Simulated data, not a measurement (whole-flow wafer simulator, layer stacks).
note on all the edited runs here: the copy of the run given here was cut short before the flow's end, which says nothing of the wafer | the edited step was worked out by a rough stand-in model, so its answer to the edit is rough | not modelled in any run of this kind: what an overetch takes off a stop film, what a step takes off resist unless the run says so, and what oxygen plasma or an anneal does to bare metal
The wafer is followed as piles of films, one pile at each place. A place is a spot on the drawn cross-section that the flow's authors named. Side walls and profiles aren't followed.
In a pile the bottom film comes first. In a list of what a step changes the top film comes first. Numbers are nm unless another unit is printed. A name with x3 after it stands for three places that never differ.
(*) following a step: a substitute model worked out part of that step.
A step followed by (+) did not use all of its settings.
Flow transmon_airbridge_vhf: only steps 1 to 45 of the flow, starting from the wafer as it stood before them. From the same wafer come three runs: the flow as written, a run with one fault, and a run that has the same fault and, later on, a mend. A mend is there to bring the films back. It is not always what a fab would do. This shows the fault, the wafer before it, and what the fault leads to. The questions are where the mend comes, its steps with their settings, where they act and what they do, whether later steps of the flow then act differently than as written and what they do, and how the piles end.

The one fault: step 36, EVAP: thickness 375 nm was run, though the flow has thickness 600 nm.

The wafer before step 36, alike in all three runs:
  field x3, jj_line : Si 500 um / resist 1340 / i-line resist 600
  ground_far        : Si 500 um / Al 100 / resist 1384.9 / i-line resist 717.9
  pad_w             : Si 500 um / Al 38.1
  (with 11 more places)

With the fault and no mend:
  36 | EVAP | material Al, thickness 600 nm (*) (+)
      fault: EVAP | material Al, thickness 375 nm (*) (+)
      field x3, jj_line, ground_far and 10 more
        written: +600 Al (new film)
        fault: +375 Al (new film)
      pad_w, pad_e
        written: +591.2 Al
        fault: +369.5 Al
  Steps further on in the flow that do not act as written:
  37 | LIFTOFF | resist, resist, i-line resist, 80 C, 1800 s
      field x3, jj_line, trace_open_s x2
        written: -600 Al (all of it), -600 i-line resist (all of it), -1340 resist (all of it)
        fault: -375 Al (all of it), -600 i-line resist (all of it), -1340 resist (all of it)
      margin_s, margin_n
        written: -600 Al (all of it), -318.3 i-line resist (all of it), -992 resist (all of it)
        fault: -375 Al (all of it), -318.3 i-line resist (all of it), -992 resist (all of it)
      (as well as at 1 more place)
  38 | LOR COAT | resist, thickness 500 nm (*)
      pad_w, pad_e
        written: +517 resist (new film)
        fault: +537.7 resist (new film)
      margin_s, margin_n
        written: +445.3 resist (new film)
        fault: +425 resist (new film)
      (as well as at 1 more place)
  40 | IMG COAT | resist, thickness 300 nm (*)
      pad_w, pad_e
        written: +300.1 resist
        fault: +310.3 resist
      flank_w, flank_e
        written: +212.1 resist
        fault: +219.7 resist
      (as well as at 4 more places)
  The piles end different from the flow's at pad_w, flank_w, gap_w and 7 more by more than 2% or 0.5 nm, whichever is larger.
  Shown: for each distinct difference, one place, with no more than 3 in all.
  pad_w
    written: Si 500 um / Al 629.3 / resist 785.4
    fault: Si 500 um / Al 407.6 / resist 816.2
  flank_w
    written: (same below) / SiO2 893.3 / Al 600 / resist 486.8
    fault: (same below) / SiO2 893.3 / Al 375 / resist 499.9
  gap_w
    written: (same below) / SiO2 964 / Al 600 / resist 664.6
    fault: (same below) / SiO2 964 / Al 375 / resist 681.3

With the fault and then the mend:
  The mend follows step 36.
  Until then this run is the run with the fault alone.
  36a | EVAP | material Al, thickness 225 nm (*) (+) (the flow's step 36 again, with other settings)
      field x3, jj_line, ground_far and 10 more
        +225 Al
      pad_w, pad_e
        +221.7 Al
  Later steps of the flow that are run all act as written at every place that is followed, up to a difference of at most 2% or 0.5 nm, whichever is larger.
  At the end the piles are close to the flow's at the places that both follow, differing by at most 2% or 0.5 nm, whichever is larger.
